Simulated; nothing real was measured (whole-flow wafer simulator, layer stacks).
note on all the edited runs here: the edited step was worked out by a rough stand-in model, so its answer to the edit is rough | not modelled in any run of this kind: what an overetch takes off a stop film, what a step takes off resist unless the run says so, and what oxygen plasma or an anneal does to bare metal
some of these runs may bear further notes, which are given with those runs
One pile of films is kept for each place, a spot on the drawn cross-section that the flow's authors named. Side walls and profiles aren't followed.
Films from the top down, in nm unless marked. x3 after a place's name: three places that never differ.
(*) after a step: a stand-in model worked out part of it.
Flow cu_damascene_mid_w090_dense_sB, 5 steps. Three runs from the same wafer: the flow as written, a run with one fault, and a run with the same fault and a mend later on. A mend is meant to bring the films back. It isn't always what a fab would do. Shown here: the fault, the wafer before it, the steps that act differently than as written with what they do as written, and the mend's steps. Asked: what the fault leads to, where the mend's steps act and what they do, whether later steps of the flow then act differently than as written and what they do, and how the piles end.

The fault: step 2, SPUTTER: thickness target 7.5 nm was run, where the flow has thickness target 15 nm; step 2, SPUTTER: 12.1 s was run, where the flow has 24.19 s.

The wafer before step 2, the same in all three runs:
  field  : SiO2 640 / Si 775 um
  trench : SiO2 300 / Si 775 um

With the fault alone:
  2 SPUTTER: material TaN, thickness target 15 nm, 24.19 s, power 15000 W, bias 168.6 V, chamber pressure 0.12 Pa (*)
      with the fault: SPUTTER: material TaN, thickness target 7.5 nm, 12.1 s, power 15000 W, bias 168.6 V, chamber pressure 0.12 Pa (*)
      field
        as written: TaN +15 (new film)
        with the fault: TaN +7.5 (new film)
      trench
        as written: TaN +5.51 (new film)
        with the fault: TaN +2.76 (new film)
  Later steps of the flow that act differently than as written (2 more steps differ only slightly, by at most 2% or 0.5 nm, whichever is larger, and aren't shown):
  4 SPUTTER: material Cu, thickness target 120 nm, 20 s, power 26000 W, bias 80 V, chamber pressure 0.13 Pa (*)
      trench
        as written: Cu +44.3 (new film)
        with the fault: Cu +45.5 (new film)
  At the end the piles differ from the flow's by more than 2% or 0.5 nm, whichever is larger, at field, trench.
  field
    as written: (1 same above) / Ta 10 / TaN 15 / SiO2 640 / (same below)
    with the fault: (1 same above) / Ta 10 / TaN 7.5 / SiO2 640 / (same below)
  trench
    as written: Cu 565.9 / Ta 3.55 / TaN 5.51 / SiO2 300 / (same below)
    with the fault: Cu 561.1 / Ta 3.66 / TaN 2.76 / SiO2 300 / (same below)

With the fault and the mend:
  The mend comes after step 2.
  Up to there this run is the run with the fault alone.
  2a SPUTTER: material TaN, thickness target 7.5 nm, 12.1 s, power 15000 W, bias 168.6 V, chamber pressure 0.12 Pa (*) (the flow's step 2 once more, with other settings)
      field
        TaN +7.5
      trench
        TaN +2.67
  No later step of the flow acts differently than as written, at any place that is followed, by more than 2% or 0.5 nm, whichever is larger.
  At the end the piles differ from the flow's only slightly at the places that both follow, by at most 2% or 0.5 nm, whichever is larger.
